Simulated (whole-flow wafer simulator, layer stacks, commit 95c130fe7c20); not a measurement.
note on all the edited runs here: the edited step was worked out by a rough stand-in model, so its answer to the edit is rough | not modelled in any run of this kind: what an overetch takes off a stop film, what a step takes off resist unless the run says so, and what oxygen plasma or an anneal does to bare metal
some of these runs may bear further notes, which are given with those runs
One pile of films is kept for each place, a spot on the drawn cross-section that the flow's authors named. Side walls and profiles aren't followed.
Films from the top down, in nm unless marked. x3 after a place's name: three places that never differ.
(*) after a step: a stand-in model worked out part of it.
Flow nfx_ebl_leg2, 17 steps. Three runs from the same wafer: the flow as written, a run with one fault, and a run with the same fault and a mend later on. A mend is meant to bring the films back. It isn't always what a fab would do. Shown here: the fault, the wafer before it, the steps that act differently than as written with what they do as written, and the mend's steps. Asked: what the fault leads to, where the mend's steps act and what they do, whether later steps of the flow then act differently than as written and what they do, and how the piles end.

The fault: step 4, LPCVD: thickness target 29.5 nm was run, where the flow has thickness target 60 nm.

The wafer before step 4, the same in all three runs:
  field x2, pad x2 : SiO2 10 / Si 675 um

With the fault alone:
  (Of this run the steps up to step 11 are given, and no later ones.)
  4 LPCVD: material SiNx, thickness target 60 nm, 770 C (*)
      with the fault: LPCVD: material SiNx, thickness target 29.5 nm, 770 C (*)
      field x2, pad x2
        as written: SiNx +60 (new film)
        with the fault: SiNx +29.5 (new film)
  No later step of the flow up to step 11 acts differently than as written at any place that is followed.
  After step 11 the piles differ from the flow's by more than 2% or 0.5 nm, whichever is larger, at field x2, pad x2.
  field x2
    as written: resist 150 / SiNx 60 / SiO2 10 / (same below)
    with the fault: resist 150 / SiNx 29.5 / SiO2 10 / (same below)
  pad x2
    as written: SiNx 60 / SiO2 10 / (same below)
    with the fault: SiNx 29.5 / SiO2 10 / (same below)

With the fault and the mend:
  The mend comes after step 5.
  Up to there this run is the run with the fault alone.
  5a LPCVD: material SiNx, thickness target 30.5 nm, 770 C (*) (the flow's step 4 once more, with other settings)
      field x2, pad x2
        SiNx +30.5
  No later step of the flow acts differently than as written at any place that is followed.
  At the end the piles are the same as the flow's at every place that both follow.
